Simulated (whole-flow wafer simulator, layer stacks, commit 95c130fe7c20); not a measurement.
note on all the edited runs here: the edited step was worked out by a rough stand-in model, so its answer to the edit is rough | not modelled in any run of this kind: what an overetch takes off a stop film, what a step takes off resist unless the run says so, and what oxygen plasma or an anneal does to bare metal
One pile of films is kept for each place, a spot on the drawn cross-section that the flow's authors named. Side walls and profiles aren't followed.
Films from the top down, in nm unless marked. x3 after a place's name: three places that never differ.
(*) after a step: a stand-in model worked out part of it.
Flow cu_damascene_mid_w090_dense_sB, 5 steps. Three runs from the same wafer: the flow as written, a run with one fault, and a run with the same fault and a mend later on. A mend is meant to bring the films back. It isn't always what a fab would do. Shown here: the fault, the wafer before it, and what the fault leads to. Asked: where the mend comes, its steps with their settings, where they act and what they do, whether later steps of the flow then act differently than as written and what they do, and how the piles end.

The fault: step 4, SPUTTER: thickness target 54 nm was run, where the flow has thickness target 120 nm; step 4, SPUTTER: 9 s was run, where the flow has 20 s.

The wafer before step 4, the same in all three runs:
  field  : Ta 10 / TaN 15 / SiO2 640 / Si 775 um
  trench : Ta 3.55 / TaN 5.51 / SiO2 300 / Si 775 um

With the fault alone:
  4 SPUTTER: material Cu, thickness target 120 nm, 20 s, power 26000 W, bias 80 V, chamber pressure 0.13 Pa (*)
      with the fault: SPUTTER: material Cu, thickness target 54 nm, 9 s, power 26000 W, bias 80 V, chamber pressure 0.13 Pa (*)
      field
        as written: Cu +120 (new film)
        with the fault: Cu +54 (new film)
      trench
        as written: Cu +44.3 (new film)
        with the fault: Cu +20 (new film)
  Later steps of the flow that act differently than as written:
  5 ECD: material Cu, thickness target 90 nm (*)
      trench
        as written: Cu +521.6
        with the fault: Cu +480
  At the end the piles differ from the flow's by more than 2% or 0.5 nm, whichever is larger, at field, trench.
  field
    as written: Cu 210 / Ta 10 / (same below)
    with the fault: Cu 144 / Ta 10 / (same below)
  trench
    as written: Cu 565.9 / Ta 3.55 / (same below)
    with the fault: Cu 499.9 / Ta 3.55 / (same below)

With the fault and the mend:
  The mend comes after step 4.
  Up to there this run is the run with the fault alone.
  4a SPUTTER: material Cu, thickness target 66 nm, 11 s, power 26000 W, bias 80 V, chamber pressure 0.13 Pa (*) (the flow's step 4 once more, with other settings)
      field
        Cu +66
      trench
        Cu +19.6
  No later step of the flow acts differently than as written, at any place that is followed, by more than 2% or 0.5 nm, whichever is larger.
  At the end the piles are the same as the flow's at every place that both follow.
